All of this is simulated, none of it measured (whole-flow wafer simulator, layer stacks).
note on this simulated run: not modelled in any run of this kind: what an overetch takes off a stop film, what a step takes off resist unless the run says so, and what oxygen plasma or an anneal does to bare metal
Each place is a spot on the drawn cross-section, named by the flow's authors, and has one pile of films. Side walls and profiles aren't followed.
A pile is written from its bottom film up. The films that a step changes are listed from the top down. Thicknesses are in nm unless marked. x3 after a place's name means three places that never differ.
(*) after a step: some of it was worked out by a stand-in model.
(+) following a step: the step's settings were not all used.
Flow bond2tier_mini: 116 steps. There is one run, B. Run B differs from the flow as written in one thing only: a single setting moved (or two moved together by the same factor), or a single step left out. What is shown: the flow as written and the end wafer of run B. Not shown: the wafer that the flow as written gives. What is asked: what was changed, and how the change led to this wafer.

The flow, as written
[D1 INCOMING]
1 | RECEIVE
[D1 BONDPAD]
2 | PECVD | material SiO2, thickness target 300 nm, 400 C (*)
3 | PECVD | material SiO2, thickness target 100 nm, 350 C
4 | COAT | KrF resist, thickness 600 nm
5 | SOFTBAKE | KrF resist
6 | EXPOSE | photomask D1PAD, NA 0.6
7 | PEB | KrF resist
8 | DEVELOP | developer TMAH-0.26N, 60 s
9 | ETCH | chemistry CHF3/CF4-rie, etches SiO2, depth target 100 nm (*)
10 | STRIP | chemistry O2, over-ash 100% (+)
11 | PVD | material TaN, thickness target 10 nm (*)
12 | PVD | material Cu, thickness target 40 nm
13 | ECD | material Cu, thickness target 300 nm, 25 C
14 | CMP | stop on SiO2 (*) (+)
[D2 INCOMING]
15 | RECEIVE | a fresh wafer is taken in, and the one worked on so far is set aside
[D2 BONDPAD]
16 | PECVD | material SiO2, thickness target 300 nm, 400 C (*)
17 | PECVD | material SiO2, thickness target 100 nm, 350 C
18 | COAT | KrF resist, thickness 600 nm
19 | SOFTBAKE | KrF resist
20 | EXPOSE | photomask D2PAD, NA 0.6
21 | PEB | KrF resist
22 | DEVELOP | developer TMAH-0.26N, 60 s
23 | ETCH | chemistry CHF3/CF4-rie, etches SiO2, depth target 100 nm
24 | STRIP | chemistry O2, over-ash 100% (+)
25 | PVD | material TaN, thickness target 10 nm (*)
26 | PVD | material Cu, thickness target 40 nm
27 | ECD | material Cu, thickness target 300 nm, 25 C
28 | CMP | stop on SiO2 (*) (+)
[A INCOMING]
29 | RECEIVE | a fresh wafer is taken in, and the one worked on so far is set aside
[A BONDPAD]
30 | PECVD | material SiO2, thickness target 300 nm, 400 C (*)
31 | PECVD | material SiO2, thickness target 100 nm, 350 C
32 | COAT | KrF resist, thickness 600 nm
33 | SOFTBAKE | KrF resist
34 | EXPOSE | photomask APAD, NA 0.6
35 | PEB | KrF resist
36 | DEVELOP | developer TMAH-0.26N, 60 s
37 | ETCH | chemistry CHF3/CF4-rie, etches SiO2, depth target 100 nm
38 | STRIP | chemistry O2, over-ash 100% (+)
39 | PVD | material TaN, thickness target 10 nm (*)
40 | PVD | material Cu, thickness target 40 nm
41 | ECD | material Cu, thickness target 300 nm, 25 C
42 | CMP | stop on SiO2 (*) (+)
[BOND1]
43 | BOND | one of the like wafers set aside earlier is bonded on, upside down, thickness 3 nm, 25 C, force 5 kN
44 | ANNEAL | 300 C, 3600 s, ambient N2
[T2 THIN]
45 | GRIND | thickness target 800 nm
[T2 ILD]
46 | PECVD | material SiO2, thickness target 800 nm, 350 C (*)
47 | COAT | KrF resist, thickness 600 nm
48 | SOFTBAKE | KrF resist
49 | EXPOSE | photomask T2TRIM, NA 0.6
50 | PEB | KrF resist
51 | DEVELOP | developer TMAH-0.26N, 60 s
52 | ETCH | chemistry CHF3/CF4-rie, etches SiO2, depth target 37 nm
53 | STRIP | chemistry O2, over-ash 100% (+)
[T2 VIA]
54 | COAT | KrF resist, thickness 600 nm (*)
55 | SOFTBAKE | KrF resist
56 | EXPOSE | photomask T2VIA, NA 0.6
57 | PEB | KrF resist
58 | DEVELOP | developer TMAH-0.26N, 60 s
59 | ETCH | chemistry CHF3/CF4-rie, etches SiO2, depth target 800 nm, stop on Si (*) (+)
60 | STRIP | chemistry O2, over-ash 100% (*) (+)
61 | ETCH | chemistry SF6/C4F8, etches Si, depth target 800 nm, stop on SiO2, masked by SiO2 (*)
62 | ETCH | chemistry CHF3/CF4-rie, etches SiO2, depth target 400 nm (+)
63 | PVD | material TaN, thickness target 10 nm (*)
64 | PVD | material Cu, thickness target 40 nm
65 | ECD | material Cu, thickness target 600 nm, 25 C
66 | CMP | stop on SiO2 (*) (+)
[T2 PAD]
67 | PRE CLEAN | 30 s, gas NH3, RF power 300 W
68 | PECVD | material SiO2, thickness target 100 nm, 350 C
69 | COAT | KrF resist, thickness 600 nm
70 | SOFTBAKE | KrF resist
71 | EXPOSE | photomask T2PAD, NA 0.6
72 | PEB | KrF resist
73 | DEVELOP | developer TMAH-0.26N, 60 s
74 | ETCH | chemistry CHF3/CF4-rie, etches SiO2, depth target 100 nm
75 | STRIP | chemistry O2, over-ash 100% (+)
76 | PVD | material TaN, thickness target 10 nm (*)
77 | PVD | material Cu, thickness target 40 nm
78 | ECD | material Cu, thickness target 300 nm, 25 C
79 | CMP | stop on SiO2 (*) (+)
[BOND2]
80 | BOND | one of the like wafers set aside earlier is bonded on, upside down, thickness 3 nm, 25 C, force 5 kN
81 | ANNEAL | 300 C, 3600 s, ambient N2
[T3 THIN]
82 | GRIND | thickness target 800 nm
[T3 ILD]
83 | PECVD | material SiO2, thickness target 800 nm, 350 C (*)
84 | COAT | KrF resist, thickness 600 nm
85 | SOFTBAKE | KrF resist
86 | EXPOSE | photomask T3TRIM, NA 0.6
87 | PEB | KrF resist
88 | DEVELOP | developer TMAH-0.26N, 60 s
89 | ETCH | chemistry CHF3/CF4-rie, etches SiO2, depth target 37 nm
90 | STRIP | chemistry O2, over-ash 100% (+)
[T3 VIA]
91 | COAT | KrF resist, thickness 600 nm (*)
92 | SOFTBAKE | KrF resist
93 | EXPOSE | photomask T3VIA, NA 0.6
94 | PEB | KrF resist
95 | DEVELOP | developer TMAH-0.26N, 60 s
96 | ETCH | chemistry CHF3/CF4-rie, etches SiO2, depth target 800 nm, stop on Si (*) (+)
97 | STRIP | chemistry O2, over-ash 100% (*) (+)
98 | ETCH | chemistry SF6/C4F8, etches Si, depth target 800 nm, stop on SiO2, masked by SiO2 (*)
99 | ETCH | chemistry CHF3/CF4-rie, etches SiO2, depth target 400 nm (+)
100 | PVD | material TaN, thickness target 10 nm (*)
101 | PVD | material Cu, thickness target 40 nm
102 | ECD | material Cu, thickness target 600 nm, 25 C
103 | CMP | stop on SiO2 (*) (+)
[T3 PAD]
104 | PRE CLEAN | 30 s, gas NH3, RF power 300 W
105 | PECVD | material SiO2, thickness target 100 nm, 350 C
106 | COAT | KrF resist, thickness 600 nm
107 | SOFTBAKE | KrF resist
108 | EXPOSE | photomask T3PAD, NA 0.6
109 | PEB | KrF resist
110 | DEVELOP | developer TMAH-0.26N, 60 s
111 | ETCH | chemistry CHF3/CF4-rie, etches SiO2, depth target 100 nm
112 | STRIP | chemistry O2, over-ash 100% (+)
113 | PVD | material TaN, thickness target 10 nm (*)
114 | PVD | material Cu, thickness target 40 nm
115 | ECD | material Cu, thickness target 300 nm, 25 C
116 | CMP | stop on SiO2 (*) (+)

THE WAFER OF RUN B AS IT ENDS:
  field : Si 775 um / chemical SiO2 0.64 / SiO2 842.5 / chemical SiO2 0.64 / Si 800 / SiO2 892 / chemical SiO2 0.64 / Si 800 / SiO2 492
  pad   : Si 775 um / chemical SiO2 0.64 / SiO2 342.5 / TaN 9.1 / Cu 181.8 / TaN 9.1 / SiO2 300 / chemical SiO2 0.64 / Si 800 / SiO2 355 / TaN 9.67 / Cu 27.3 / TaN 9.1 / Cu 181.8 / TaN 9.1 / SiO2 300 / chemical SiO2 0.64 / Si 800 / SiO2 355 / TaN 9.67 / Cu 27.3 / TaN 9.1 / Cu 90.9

Cause: step 31, PECVD: thickness target 142.5 nm was run, while the flow as written has thickness target 100 nm.

The path from the change to this, step by step:
  31 | PECVD | material SiO2, thickness target 100 nm, 350 C
      field, pad, via: +142.5 SiO2 (it would be, as written: +100 SiO2)
